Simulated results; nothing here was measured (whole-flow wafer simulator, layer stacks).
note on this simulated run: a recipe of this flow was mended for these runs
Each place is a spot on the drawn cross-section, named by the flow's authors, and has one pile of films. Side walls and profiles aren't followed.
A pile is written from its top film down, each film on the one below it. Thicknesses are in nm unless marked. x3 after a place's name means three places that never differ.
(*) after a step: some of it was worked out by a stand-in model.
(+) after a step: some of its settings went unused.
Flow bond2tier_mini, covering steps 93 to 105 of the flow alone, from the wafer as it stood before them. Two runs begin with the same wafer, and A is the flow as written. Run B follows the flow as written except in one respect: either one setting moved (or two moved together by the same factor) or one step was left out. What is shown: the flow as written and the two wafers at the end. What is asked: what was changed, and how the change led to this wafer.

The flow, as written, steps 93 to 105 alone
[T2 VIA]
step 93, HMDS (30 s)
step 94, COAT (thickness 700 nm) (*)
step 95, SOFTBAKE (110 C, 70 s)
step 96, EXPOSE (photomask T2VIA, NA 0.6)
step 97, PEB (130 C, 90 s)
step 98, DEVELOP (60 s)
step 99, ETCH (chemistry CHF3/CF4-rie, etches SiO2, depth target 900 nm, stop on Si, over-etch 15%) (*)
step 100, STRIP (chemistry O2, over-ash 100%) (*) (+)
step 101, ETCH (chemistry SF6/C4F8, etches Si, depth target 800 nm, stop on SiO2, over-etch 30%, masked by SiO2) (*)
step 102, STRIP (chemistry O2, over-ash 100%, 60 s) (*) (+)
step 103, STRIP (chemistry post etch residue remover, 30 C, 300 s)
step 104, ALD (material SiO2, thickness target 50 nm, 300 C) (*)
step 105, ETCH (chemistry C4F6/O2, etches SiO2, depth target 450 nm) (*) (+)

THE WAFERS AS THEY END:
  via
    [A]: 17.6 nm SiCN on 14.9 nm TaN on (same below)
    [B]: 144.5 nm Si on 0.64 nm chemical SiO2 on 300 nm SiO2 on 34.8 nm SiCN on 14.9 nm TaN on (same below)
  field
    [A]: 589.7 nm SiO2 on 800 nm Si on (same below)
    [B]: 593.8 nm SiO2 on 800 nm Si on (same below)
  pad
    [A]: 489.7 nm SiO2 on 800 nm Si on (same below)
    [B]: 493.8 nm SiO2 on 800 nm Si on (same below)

Cause: step 101, ETCH: depth target 480.2 nm was run, while the flow as written has depth target 800 nm.

How this came from the change, step by step:
  step 101, ETCH (chemistry SF6/C4F8, etches Si, depth target 800 nm, stop on SiO2, over-etch 30%, masked by SiO2) (*)
      via: A -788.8 Si (all of it), -0.64 chemical SiO2 (all of it), -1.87 SiO2 | B -624.3 Si
      field, pad: A -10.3 SiO2 | B -6.24 SiO2
  step 104, ALD (material SiO2, thickness target 50 nm, 300 C) (*)
      via: A +50 SiO2 | B +50 SiO2 (new film)
  step 105, ETCH (chemistry C4F6/O2, etches SiO2, depth target 450 nm) (*) (+)
      via: A -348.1 SiO2 (all of it), -17.2 SiCN | B -50 SiO2 (all of it), -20 Si
